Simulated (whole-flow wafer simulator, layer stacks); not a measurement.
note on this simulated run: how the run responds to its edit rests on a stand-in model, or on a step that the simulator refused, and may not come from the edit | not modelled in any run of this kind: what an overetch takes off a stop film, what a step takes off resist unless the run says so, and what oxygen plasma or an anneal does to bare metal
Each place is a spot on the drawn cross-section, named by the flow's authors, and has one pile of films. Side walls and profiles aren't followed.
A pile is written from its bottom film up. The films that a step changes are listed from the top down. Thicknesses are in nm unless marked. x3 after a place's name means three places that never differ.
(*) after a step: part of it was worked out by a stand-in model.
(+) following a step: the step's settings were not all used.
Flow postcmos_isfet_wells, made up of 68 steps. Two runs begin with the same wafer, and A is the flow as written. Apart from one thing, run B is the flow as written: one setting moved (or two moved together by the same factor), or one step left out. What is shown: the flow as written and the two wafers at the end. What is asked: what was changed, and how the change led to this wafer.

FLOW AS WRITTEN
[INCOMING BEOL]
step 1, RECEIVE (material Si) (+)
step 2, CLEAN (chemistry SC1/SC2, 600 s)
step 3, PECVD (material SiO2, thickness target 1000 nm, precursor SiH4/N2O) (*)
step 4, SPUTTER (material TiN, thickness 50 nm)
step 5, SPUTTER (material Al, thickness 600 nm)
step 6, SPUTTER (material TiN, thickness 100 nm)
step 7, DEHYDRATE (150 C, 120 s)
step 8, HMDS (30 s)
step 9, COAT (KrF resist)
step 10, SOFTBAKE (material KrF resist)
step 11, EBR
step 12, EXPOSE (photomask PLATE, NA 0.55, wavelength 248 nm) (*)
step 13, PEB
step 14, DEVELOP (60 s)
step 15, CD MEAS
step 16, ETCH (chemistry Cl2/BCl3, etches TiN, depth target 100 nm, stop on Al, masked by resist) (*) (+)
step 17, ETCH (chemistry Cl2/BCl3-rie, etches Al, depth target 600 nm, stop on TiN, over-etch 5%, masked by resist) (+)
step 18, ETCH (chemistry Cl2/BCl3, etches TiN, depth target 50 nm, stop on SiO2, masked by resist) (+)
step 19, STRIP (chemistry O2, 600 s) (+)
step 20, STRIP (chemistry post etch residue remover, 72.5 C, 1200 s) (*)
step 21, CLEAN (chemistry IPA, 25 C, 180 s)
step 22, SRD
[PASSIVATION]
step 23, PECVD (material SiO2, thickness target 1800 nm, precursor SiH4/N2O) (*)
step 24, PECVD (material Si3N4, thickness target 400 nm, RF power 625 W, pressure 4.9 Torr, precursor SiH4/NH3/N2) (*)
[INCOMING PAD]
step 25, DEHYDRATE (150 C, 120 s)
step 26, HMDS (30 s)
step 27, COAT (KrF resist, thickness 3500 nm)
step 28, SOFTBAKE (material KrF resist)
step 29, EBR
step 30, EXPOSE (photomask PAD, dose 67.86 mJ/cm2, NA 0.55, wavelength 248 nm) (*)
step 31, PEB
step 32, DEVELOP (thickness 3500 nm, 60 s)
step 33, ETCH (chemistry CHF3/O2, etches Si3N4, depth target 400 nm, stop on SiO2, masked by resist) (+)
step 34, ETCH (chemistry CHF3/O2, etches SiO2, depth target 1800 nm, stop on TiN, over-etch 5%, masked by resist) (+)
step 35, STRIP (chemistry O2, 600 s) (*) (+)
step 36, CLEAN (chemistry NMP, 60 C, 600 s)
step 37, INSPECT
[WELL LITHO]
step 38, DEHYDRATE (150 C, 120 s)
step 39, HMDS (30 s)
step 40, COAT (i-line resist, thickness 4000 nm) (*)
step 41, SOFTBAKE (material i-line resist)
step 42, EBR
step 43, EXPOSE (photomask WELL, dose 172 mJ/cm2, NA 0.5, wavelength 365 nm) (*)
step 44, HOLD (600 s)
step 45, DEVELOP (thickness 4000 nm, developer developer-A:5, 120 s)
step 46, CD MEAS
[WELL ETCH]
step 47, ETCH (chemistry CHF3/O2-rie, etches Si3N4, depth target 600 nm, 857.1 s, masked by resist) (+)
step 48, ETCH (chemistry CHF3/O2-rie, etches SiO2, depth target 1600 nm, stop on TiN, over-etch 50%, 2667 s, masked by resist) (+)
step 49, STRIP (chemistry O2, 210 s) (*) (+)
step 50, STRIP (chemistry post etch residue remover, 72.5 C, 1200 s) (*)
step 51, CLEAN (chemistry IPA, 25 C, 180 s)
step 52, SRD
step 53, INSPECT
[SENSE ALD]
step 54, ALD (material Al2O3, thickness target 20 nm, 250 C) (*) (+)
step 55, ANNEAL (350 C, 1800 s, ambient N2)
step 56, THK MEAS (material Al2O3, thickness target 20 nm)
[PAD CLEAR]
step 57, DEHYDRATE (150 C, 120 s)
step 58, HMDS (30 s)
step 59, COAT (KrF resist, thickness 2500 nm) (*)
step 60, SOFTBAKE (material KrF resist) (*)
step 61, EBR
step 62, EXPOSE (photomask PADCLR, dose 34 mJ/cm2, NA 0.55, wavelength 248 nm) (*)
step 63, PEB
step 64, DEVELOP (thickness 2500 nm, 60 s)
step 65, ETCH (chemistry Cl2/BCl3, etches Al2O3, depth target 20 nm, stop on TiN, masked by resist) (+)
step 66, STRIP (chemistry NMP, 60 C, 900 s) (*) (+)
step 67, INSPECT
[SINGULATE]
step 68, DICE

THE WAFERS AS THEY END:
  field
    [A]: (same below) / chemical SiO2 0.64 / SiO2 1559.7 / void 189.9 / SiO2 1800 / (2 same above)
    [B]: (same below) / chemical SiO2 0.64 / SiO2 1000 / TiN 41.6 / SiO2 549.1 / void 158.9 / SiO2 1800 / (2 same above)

The reason: step 17, ETCH: depth target 500 nm was run, though the flow has depth target 600 nm.

The path from the change to this, step by step:
  step 17, ETCH (chemistry Cl2/BCl3-rie, etches Al, depth target 600 nm, stop on TiN, over-etch 5%, masked by resist) (+)
      field: A -600 Al (all of it) | B -500 Al
      margin, well900, well1300, well2000, well3000, pad_rim, pad_clr, pad_open: A -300 KrF resist | B -250 KrF resist
  step 18, ETCH (chemistry Cl2/BCl3, etches TiN, depth target 50 nm, stop on SiO2, masked by resist) (+)
      field: A -50 TiN (all of it) | B -100 Al (all of it), -8 TiN
  step 19, STRIP (chemistry O2, 600 s) (+)
      margin, well900, well1300, well2000, well3000, pad_rim, pad_clr, pad_open: A -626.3 KrF resist (all of it) | B -676.3 KrF resist (all of it)
  step 23, PECVD (material SiO2, thickness target 1800 nm, precursor SiH4/N2O) (*)
      field: A +1800 SiO2 (new film), +189.9 void (new film), +559.7 SiO2 | B +1800 SiO2 (new film), +158.9 void (new film), +549.1 SiO2 (new film)
Taking metal films that touch as one body, field has 1 body; the flow as written gives 0 bodies.
